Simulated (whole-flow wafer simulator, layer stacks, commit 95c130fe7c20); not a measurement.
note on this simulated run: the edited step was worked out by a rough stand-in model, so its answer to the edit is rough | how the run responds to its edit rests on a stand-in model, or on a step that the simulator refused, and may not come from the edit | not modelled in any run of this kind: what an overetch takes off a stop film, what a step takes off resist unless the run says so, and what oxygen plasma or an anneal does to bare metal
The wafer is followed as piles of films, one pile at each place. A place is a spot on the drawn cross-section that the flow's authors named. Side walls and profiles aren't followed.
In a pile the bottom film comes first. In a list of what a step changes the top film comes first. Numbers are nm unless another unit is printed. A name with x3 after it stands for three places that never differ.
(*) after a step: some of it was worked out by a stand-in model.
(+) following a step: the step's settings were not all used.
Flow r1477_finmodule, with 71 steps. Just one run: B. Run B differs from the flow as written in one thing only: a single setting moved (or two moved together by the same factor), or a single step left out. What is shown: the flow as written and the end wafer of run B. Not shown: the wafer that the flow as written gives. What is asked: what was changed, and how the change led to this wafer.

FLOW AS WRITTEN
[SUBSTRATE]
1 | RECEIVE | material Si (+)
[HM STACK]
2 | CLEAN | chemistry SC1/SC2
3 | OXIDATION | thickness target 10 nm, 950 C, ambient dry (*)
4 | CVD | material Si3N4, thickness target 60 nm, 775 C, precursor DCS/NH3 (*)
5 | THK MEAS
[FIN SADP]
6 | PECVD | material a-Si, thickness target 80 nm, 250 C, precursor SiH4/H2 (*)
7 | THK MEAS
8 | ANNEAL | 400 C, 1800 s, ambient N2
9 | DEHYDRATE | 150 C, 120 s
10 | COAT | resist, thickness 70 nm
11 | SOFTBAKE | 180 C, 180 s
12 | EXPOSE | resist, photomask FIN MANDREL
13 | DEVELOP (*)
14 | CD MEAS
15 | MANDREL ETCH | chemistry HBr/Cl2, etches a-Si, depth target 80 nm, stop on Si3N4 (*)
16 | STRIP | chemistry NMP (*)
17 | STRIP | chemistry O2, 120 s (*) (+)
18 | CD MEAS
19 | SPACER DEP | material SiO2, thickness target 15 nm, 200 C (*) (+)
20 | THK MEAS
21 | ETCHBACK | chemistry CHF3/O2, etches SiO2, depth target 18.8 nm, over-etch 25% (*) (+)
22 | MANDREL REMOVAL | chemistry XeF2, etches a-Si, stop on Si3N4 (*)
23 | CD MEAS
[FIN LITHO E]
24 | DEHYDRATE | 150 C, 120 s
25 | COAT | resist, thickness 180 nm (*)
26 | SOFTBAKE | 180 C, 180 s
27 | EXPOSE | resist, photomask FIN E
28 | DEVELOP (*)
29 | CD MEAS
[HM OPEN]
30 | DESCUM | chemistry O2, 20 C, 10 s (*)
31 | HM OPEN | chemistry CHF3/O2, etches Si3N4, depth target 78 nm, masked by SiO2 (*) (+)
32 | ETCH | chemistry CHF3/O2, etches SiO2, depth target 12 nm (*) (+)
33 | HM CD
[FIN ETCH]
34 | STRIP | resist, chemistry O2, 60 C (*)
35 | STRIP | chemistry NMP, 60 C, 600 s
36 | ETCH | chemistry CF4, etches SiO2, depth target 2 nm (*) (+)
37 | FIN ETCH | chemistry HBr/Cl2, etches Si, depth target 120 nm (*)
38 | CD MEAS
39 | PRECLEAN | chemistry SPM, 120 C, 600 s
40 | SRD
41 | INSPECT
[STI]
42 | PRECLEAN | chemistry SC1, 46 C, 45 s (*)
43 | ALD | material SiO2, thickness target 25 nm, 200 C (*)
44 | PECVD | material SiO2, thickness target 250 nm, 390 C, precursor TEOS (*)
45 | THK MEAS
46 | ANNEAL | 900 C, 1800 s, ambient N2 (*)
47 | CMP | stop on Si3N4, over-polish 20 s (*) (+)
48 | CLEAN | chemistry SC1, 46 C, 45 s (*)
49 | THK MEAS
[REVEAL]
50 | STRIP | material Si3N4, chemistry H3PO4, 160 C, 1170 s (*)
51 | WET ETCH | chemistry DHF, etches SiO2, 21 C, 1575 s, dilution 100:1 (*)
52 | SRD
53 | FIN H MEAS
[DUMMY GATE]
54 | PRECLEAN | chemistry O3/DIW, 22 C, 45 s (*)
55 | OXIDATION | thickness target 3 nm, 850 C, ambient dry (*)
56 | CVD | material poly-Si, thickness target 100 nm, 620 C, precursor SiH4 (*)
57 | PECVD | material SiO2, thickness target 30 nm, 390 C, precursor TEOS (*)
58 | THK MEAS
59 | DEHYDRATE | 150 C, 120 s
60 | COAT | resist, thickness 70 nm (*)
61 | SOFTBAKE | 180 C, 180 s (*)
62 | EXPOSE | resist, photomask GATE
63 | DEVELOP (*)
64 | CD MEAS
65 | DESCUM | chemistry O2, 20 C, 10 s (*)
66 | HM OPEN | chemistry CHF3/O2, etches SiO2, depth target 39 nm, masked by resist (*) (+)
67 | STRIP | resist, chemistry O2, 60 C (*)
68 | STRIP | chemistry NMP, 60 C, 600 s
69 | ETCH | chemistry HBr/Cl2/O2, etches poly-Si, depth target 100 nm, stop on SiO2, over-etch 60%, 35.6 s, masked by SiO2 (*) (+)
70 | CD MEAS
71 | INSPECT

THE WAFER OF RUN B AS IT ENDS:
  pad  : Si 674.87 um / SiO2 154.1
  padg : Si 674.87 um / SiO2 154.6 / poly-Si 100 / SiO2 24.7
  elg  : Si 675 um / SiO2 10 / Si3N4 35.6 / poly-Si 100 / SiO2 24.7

Cause: step 51, WET ETCH: 630 s was run, whereas the flow has 1575 s.

Step by step, how the change led to this:
  51 | WET ETCH | chemistry DHF, etches SiO2, 21 C, 1575 s, dilution 100:1 (*)
      pad, padg, e40sg and 12 more: -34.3 SiO2 (it would be, as written: -85.7 SiO2)
      elg, e40lg, e100lg, e200lg, elo, e40lo, e100lo, e200lo: -17.8 SiO2 (all of it), -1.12 Si3N4 (it would be, as written: -17.8 SiO2 (all of it), -4.97 Si3N4)
      (and at 7 other places as well)
  56 | CVD | material poly-Si, thickness target 100 nm, 620 C, precursor SiH4 (*)
      s40sg_line, s45sg_line, s50sg_line, s40so_line, s45so_line, s50so_line: +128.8 poly-Si (new film) (it would be, as written: +100 poly-Si (new film))
      s40cg, s40co: +100 poly-Si (new film) (it would be, as written: +113.9 poly-Si (new film))
      (and at 5 other places as well)
  60 | COAT | resist, thickness 70 nm (*)
      e40lg, e100lg, elo, e40lo, e100lo: +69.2 resist (new film) (it would be, as written: +66.9 resist (new film))
      e40sg, eso, e40so: +84.3 resist (new film) (it would be, as written: +129.5 resist (new film))
      (and at 23 other places as well)
  63 | DEVELOP (*)
      elo, e40lo, e100lo: -69.2 resist (all of it) (it would be, as written: -66.9 resist (all of it))
      eso, e40so: -84.3 resist (all of it) (it would be, as written: -129.5 resist (all of it))
      (and at 11 other places as well)
  67 | STRIP | resist, chemistry O2, 60 C (*)
      e40lg, e100lg: -15.1 resist (all of it) (it would be, as written: -12.8 resist (all of it))
      elg: -15.3 resist (all of it) (it would be, as written: -15.9 resist (all of it))
      (and at 13 other places as well)
  69 | ETCH | chemistry HBr/Cl2/O2, etches poly-Si, depth target 100 nm, stop on SiO2, over-etch 60%, 35.6 s, masked by SiO2 (*) (+)
      s40so_line, s45so_line, s50so_line: -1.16 chemical SiO2 (all of it), -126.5 poly-Si (all of it), -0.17 SiO2 (it would be, as written: -1.46 chemical SiO2 (all of it), -97.6 poly-Si (all of it), -0.42 SiO2)
      s40co: -1.16 chemical SiO2 (all of it), -97.7 poly-Si (all of it), -0.42 SiO2 (it would be, as written: -1.46 chemical SiO2 (all of it), -111.5 poly-Si (all of it), -0.24 SiO2)
      (and at 2 other places as well)
